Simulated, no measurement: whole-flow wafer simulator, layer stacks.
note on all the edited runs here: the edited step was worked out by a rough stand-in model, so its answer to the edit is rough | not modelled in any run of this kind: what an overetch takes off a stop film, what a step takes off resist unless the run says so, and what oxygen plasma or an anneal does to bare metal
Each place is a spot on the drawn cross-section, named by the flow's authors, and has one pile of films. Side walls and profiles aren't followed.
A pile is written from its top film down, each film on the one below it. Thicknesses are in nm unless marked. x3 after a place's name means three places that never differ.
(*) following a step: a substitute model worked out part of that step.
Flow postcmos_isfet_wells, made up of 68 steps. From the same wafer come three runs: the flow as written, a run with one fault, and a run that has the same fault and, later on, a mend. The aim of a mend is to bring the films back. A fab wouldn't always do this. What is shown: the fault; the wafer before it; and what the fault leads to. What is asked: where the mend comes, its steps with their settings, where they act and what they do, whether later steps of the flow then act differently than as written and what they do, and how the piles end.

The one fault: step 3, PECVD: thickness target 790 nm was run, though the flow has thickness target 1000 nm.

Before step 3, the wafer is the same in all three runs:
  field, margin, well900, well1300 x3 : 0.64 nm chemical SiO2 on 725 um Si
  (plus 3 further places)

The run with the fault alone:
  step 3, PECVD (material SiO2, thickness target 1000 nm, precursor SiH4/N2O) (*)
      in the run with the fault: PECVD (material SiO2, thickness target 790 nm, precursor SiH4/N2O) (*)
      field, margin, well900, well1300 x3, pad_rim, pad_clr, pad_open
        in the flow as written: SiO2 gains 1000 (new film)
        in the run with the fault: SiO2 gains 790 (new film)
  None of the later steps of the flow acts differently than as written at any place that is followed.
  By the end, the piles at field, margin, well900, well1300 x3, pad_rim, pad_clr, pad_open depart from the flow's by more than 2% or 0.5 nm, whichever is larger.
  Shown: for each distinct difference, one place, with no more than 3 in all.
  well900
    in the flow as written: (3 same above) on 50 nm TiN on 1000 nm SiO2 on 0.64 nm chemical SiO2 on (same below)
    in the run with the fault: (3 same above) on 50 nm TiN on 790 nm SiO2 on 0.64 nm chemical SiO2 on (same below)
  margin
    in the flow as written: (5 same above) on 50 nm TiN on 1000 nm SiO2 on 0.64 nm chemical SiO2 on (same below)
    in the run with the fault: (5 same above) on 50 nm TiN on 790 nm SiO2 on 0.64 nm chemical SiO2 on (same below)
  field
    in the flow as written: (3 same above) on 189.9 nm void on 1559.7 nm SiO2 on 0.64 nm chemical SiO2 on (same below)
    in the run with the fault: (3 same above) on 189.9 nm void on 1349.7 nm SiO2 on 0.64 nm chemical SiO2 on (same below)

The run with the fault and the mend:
  The mend stands after step 3.
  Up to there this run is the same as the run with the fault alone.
  step 3a, PECVD (material SiO2, thickness target 210 nm, precursor SiH4/N2O) (*) (the flow's step 3, run once more with other settings)
      field, margin, well900, well1300 x3, pad_rim, pad_clr, pad_open
        SiO2 gains 210
  None of the later steps of the flow acts differently than as written at any place that is followed.
  At every place that both follow, the piles at the end match the flow's.
